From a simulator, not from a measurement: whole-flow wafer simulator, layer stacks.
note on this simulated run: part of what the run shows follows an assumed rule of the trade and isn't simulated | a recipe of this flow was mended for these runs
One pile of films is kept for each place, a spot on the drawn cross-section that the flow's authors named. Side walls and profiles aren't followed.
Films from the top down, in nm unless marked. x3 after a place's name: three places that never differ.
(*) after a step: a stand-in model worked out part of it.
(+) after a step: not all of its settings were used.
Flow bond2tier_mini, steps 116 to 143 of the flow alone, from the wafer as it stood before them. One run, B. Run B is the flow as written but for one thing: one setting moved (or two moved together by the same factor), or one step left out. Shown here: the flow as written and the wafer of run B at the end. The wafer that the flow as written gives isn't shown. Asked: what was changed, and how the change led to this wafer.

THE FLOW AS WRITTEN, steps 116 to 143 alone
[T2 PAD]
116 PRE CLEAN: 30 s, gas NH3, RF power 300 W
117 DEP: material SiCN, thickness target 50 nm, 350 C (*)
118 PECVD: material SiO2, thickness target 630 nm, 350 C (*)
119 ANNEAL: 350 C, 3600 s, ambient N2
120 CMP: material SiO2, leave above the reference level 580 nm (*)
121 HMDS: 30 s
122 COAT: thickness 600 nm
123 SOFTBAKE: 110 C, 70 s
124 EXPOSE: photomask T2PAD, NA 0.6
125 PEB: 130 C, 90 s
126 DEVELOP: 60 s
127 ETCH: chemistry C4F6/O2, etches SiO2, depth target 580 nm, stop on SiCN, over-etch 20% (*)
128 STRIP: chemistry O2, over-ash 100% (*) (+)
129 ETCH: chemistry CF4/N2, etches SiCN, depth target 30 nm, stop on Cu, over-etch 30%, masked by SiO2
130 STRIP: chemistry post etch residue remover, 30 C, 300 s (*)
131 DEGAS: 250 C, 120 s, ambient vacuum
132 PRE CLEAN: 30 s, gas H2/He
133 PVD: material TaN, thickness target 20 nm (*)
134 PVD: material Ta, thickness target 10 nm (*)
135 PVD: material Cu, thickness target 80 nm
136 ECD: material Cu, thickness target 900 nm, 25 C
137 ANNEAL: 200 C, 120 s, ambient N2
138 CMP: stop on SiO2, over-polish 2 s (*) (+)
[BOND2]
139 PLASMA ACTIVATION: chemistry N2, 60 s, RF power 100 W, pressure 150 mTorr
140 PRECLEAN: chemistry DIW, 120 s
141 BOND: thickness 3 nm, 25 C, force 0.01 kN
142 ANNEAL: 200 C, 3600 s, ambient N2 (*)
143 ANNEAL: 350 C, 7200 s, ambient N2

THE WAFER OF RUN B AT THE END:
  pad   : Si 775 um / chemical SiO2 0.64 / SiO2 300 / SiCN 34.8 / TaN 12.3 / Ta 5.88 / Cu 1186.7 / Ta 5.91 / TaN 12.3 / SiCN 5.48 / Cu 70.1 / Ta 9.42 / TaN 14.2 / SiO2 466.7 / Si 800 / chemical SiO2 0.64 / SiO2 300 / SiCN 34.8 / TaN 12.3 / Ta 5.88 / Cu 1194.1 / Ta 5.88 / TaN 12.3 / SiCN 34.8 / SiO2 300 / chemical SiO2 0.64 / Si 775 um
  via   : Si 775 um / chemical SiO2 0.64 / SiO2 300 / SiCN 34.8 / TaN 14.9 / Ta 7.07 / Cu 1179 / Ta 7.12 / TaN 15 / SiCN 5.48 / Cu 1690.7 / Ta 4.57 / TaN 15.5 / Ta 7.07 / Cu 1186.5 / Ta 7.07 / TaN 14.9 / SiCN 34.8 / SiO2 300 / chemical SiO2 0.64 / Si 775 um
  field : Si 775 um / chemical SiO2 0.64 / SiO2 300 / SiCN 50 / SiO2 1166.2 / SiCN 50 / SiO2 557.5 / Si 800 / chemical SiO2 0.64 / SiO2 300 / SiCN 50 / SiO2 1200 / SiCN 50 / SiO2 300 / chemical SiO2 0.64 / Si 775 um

The cause: step 129, ETCH: depth target 19.2 nm was run, where the flow has depth target 30 nm.

How the change led to this, step by step:
  129 ETCH: chemistry CF4/N2, etches SiCN, depth target 30 nm, stop on Cu, over-etch 30%, masked by SiO2
      pad, via: SiCN -25 (as written it would be: SiCN -30.4 (all of it), Cu -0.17)
      field: SiO2 -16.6 (as written it would be: SiO2 -26)
  130 STRIP: chemistry post etch residue remover, 30 C, 300 s (*)
      pad, via: nothing (as written it would be: Cu -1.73)
Counting metal films that touch as one body, pad has 3 bodies (between them, from the top down: SiCN 5.48; SiO2 466.7 / Si 800 / chemical SiO2 0.64 / SiO2 300 / SiCN 34.8); the flow as written gives 2 bodies (between them, from the top down: SiO2 466.7 / Si 800 / chemical SiO2 0.64 / SiO2 300 / SiCN 34.8).
Counting metal films that touch as one body, via has 2 bodies (between them, from the top down: SiCN 5.48); the flow as written gives 1 body.
